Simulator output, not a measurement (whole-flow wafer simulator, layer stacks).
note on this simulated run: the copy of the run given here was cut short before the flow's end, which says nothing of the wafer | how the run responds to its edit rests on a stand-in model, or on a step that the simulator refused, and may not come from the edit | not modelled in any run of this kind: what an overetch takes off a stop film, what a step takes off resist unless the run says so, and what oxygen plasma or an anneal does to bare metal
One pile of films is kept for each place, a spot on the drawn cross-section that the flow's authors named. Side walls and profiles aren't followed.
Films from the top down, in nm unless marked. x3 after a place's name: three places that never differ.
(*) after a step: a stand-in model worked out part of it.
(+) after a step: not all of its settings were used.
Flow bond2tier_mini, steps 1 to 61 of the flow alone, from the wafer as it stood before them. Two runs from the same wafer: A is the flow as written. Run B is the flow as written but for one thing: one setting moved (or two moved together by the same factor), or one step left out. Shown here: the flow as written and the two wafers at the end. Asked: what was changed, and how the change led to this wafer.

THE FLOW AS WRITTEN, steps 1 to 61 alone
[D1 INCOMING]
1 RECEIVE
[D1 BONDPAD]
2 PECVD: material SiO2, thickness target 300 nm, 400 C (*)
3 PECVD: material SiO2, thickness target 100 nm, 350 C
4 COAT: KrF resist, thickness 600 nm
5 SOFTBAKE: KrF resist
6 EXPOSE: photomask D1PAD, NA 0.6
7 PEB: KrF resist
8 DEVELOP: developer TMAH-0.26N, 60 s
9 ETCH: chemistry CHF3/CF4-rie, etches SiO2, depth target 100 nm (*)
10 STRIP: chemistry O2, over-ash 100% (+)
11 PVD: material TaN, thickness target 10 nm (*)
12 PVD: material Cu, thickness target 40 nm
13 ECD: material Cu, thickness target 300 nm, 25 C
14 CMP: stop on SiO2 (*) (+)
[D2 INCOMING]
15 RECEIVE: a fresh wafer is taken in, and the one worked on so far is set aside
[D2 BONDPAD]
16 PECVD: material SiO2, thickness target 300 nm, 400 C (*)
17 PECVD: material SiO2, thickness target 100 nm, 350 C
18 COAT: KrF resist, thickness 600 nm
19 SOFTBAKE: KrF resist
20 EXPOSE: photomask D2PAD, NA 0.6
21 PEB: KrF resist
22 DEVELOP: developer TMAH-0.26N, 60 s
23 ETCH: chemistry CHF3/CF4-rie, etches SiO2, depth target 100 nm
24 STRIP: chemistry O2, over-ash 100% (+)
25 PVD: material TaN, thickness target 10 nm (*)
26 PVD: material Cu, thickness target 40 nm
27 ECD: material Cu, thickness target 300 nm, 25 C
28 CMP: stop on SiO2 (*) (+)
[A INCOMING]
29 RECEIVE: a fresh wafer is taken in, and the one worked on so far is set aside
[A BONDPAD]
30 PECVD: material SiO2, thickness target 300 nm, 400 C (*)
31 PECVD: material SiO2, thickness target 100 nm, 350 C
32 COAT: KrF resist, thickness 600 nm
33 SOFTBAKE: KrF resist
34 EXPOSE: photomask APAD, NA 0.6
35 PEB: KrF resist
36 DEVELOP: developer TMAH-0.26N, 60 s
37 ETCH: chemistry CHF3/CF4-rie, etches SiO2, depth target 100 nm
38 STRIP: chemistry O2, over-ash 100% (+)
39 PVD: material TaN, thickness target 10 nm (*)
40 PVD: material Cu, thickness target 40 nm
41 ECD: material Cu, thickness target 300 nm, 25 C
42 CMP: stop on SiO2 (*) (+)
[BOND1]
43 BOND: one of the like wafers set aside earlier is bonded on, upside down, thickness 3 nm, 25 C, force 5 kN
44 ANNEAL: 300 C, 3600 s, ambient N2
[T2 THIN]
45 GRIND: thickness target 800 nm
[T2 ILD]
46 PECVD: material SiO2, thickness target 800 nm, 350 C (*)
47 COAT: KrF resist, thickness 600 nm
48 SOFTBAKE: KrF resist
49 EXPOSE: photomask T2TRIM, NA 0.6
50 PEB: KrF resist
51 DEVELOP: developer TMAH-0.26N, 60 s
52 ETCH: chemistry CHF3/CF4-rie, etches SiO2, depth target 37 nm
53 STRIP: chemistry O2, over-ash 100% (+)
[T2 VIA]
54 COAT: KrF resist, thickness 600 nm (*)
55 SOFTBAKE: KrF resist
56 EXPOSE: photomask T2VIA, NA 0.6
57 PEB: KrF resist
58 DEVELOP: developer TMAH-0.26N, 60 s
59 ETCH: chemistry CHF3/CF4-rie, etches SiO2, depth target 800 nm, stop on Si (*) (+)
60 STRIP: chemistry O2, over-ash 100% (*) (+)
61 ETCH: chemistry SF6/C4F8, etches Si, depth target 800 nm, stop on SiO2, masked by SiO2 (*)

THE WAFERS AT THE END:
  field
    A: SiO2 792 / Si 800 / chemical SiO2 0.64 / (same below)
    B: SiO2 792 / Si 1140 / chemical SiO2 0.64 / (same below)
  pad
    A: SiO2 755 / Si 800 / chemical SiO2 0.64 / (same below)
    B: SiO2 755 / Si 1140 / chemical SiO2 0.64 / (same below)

The cause: step 45, GRIND: thickness target 1140 nm was run, where the flow has thickness target 800 nm.
It can be read off the wafer: field has Si 1140, and step 45 as written asks for 800 nm.

How the change led to this, step by step:
  45 GRIND: thickness target 800 nm
      field, pad, via: A Si -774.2 um | B Si -773.86 um
